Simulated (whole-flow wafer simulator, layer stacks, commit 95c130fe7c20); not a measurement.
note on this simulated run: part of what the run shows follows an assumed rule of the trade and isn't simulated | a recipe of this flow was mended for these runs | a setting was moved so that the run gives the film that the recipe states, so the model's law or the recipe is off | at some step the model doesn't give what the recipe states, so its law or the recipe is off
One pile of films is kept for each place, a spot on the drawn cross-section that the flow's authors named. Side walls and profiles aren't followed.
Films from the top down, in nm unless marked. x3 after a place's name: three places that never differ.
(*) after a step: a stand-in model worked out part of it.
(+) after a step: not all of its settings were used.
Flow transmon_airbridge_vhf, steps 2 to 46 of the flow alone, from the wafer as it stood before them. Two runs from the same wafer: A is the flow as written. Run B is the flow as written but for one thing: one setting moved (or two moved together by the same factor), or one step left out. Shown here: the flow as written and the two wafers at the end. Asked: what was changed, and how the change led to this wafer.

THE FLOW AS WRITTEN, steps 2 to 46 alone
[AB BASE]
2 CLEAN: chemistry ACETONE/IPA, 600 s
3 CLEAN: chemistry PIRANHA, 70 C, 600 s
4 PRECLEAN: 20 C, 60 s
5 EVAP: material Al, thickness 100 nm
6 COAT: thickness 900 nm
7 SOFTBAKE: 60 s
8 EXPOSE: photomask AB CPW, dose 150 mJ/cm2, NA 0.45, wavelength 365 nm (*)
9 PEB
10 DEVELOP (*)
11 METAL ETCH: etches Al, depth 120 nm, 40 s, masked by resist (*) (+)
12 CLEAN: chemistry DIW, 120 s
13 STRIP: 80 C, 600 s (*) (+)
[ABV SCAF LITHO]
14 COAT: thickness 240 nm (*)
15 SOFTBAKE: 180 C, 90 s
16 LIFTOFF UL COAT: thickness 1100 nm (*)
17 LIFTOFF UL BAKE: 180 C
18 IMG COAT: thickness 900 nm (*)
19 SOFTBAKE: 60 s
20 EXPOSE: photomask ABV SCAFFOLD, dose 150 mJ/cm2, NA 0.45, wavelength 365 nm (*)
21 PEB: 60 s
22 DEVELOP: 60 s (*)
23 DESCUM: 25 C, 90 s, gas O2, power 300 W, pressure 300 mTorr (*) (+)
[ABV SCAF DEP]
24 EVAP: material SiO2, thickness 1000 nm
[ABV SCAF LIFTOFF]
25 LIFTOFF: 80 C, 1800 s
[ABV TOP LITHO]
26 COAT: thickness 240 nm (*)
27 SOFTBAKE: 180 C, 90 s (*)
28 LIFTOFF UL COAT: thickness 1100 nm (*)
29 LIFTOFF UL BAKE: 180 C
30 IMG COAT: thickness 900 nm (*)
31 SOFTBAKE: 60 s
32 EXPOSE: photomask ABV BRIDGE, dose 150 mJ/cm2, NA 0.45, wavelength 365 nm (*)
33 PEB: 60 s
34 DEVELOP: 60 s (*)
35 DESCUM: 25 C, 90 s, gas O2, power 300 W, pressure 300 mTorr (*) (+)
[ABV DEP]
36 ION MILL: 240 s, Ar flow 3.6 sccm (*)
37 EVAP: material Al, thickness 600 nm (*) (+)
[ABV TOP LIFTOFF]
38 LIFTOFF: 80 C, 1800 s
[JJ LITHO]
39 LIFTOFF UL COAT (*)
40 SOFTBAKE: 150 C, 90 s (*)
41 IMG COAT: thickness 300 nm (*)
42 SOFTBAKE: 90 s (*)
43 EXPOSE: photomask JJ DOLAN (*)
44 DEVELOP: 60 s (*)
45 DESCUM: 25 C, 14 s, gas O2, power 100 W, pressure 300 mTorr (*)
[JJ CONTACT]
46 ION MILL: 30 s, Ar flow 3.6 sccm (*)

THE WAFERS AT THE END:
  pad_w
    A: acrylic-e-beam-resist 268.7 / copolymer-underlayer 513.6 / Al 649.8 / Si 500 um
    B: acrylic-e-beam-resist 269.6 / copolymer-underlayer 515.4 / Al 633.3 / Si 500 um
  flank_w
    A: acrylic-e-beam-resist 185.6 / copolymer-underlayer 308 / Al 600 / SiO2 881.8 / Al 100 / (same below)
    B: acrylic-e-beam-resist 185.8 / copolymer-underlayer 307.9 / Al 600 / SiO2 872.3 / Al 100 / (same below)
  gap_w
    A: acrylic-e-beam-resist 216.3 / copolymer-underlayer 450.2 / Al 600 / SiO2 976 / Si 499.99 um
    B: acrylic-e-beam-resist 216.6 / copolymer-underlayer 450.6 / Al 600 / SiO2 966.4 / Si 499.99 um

The cause: step 36, ION MILL: 336 s was run, where the flow has 240 s.

How the change led to this, step by step:
  36 ION MILL: 240 s, Ar flow 3.6 sccm (*)
      field x3, jj_line, ground_far, trace_open_s x2, margin_s, margin_n: A i-line-resist -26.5 | B i-line-resist -37.1
      flank_w, gap_w, cpw_trace, gap_e, flank_e, bridge_strip: A SiO2 -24 | B SiO2 -33.6
      (and at 2 more places)
  38 LIFTOFF: 80 C, 1800 s
      margin_s: A Al -600 (all of it), i-line-resist -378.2 (all of it), lift-off-underlayer -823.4 (all of it), acrylic-e-beam-resist -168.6 (all of it) | B Al -600 (all of it), i-line-resist -367.6 (all of it), lift-off-underlayer -823.4 (all of it), acrylic-e-beam-resist -168.6 (all of it)
      margin_n: A Al -600 (all of it), i-line-resist -378.2 (all of it), lift-off-underlayer -823.4 (all of it), acrylic-e-beam-resist -168.6 (all of it) | B Al -600 (all of it), i-line-resist -367.7 (all of it), lift-off-underlayer -823.4 (all of it), acrylic-e-beam-resist -168.6 (all of it)
